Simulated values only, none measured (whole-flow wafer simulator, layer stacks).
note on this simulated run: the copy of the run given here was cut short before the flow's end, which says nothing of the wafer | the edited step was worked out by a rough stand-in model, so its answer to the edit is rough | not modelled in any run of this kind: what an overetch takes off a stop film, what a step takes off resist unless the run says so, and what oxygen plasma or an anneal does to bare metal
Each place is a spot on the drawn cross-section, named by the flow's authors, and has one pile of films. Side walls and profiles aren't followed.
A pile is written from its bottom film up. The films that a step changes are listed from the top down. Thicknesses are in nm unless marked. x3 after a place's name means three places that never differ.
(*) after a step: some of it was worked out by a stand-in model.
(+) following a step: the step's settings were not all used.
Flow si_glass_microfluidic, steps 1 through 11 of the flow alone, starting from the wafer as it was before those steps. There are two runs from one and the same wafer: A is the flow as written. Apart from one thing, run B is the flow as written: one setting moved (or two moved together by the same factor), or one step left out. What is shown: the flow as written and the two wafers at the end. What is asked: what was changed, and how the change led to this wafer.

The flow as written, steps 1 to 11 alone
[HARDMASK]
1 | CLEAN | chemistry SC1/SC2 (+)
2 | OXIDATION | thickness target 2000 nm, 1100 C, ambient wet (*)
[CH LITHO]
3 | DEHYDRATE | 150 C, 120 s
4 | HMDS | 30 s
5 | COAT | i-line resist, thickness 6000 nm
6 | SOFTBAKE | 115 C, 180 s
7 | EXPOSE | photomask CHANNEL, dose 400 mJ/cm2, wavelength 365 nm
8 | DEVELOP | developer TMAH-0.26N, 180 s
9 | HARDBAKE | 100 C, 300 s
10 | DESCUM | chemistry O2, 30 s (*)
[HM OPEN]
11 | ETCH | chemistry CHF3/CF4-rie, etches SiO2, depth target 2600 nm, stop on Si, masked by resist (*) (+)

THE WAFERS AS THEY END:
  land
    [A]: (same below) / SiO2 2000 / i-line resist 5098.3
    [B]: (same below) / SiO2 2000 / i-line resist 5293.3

What caused this: step 11, ETCH: depth target 2015 nm was run, while the flow as written has depth target 2600 nm.

How this came from the change, step by step:
  11 | ETCH | chemistry CHF3/CF4-rie, etches SiO2, depth target 2600 nm, stop on Si, masked by resist (*) (+)
      land: A i-line resist loses 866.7 | B i-line resist loses 671.7
